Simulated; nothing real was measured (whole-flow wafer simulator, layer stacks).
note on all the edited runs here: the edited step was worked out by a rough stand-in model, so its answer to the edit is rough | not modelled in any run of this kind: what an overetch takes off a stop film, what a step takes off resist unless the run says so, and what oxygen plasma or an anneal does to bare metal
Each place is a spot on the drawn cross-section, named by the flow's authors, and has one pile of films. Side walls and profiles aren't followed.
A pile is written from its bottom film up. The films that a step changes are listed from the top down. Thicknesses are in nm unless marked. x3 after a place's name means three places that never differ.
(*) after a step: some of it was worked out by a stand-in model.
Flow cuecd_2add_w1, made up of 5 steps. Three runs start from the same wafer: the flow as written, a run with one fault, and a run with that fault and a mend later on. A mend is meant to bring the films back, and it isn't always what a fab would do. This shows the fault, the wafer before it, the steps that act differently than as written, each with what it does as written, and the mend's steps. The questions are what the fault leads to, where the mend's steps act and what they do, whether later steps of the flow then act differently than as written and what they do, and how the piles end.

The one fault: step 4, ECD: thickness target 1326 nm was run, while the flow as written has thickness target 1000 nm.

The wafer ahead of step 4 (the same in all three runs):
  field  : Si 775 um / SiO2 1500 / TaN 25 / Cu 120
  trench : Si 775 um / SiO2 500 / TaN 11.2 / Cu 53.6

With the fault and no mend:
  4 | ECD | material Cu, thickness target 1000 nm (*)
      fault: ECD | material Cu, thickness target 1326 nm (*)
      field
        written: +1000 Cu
        fault: +1326 Cu
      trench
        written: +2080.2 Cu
        fault: +2406.2 Cu
  Later steps of the flow that are run all act as written at every place that is followed.
  The piles end different from the flow's at field, trench by more than 2% or 0.5 nm, whichever is larger.
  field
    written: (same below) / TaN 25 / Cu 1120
    fault: (same below) / TaN 25 / Cu 1446
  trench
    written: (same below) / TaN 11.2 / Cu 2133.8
    fault: (same below) / TaN 11.2 / Cu 2459.8

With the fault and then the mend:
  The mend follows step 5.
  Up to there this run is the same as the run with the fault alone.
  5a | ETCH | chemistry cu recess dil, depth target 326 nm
      field, trench
        -326 Cu
  Later steps of the flow that are run all act as written at every place that is followed.
  At every place that both follow, the piles at the end match the flow's.
